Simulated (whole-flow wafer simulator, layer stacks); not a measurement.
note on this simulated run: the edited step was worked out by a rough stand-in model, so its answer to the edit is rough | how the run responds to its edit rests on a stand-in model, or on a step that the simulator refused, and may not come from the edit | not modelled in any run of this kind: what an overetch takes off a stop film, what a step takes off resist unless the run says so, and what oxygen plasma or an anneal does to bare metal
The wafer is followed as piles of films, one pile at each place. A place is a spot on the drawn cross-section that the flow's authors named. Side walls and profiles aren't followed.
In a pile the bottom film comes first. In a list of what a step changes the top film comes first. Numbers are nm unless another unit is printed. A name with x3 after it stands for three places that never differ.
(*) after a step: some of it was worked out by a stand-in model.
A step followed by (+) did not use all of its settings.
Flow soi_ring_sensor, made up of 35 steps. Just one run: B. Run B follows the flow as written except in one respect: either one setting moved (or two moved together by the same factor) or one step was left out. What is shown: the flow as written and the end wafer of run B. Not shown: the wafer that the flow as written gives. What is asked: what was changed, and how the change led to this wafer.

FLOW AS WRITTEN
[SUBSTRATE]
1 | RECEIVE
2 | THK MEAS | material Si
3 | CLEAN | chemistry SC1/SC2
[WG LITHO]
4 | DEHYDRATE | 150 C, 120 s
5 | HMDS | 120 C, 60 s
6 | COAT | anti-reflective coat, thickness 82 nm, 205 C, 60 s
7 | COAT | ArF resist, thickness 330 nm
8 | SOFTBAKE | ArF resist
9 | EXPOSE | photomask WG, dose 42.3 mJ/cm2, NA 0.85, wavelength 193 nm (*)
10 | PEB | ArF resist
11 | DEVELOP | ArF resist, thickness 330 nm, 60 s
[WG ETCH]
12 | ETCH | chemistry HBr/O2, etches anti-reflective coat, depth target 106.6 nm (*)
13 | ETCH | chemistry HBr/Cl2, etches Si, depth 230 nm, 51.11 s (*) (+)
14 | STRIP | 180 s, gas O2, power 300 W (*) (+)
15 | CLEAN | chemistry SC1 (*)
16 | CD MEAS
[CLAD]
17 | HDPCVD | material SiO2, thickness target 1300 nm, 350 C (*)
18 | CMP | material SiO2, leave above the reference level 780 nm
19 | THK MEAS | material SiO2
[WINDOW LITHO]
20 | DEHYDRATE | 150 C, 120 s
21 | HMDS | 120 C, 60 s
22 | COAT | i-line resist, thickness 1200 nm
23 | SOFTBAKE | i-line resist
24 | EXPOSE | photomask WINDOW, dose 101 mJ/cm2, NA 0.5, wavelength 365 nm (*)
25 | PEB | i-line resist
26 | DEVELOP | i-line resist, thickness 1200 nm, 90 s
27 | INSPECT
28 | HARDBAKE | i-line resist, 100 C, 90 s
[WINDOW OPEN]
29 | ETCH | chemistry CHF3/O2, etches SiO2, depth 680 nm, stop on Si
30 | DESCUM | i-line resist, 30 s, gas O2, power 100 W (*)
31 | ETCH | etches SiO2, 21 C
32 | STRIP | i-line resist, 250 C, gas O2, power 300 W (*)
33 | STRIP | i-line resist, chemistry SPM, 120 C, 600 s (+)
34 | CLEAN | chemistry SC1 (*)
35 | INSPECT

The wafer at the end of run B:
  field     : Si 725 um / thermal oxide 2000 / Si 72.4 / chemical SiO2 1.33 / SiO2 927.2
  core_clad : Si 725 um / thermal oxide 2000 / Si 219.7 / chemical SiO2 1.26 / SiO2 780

The reason: step 13, ETCH: depth 147 nm was run, while the flow as written has depth 230 nm; step 13, ETCH: 32.71 s was run, where the flow has 51.11 s.

How this came from the change, step by step:
  13 | ETCH | chemistry HBr/Cl2, etches Si, depth 230 nm, 51.11 s (*) (+)
      gap, window, field, gap_clad: -147 Si (as written it would have been: -220 Si (all of it), -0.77 thermal oxide)
      core, core_clad: -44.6 ArF resist (as written it would have been: -69.7 ArF resist)
  14 | STRIP | 180 s, gas O2, power 300 W (*) (+)
      gap, window, field, gap_clad: +1.33 chemical SiO2 (new film), -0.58 Si (as written it would have been: nothing)
      core, core_clad: -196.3 ArF resist (all of it), -82 anti-reflective coat (all of it), +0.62 chemical SiO2, -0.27 Si (as written it would have been: -171.2 ArF resist (all of it), -82 anti-reflective coat (all of it), +0.63 chemical SiO2, -0.28 Si)
  18 | CMP | material SiO2, leave above the reference level 780 nm
      gap, window, field, gap_clad: -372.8 SiO2 (as written it would have been: -298.2 SiO2)
